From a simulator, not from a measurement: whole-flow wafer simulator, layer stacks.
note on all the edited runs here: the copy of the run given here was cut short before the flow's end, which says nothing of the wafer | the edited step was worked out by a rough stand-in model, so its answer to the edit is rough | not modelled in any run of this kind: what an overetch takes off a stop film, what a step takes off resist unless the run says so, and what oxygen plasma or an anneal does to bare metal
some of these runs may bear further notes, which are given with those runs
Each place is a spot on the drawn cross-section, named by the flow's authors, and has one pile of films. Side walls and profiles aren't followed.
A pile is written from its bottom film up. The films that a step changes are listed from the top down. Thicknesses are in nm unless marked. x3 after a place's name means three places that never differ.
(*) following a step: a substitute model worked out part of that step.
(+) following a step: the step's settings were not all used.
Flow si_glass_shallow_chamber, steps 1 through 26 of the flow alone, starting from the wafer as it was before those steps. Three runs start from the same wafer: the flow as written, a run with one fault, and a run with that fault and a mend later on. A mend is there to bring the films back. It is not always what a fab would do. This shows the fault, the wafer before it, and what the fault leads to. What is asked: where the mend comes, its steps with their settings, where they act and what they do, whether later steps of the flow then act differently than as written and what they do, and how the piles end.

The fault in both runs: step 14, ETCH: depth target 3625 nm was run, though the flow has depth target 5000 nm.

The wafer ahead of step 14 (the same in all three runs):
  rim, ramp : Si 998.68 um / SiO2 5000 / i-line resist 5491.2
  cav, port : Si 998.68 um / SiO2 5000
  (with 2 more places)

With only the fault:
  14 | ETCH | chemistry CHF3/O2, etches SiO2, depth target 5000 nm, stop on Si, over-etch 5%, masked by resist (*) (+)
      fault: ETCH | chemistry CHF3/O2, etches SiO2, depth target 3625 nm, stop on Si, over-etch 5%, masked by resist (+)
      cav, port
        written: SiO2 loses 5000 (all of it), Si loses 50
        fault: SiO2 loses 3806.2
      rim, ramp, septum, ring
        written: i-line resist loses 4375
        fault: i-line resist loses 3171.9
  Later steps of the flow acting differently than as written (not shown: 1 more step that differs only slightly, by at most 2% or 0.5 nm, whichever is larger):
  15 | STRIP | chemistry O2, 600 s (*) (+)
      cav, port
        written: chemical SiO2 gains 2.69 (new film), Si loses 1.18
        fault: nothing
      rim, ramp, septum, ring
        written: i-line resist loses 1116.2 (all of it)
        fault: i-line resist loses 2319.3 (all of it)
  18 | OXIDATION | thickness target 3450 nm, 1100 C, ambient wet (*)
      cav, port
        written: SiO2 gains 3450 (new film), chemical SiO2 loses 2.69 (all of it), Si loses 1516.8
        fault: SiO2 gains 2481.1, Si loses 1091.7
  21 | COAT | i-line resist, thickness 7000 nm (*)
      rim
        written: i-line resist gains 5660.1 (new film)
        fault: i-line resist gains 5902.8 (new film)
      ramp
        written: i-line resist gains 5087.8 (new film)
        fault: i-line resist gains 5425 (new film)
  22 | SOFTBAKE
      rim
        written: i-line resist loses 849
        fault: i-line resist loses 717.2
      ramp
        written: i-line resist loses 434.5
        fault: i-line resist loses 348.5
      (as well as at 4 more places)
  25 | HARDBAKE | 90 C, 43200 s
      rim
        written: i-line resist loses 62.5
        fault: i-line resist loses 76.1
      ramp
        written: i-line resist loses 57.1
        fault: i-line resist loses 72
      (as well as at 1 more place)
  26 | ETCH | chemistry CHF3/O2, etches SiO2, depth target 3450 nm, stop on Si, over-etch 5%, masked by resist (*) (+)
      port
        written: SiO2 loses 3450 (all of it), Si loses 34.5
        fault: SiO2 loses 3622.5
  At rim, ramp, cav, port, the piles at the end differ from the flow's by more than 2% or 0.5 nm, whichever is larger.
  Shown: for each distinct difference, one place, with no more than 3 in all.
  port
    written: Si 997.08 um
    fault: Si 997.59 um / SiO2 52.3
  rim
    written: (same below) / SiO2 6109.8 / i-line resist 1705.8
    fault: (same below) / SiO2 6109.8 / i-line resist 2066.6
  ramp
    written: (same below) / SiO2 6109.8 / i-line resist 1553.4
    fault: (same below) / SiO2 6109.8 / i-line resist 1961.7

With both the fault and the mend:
  The mend follows step 14.
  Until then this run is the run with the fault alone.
  14a | ETCH | chemistry CHF3/O2, etches SiO2, depth target 1375 nm, stop on Si, over-etch 5%, masked by resist (*) (a further turn of the flow's step 14, with different settings)
      rim, ramp, septum, ring
        i-line resist loses 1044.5
      cav, port
        SiO2 loses 1193.8 (all of it), Si loses 50
  Later steps of the flow acting differently than as written:
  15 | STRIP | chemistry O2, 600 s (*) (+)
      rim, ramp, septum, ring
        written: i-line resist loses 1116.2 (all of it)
        mend: i-line resist loses 1274.8 (all of it)
  The piles end the same as the flow's at every place that both follow.
